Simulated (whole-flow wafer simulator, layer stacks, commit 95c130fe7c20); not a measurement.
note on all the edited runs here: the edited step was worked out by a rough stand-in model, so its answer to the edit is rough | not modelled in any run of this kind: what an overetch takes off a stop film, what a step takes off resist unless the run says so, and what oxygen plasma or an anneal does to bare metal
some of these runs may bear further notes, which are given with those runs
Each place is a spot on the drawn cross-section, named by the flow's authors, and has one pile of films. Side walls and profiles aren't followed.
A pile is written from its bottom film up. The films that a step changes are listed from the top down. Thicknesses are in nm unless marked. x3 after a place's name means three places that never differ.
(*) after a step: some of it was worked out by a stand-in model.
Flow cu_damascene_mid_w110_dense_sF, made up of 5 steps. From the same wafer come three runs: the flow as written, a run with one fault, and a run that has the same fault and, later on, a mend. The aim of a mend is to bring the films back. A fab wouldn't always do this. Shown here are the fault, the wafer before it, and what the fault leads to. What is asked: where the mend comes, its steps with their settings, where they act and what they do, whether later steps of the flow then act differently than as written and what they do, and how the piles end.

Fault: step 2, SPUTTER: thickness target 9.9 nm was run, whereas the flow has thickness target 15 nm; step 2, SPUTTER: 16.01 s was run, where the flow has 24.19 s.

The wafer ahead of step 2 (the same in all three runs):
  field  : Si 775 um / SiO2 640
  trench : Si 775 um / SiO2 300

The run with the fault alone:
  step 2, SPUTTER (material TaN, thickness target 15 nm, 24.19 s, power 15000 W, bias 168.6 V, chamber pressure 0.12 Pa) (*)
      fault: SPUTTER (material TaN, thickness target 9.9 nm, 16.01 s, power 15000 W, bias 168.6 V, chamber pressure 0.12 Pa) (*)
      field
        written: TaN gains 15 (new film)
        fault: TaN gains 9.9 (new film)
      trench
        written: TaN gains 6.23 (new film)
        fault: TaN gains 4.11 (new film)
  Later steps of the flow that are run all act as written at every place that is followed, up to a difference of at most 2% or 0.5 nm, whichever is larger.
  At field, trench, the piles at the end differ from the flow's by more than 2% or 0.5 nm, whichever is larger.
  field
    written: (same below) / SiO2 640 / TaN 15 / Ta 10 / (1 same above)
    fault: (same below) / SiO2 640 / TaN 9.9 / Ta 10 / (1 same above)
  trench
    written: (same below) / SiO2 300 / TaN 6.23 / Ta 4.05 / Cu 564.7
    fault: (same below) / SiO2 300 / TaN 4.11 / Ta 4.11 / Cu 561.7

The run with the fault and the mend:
  The mend stands after step 2.
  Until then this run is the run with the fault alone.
  step 2a, SPUTTER (material TaN, thickness target 5.1 nm, 8.176 s, power 15000 W, bias 168.6 V, chamber pressure 0.12 Pa) (*) (a further turn of the flow's step 2, with different settings)
      field
        TaN gains 5.1
      trench
        TaN gains 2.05
  Later steps of the flow that are run all act as written at every place that is followed, up to a difference of at most 2% or 0.5 nm, whichever is larger.
  The piles end only slightly different from the flow's at the places that both follow, by no more than 2% or 0.5 nm, whichever is larger.
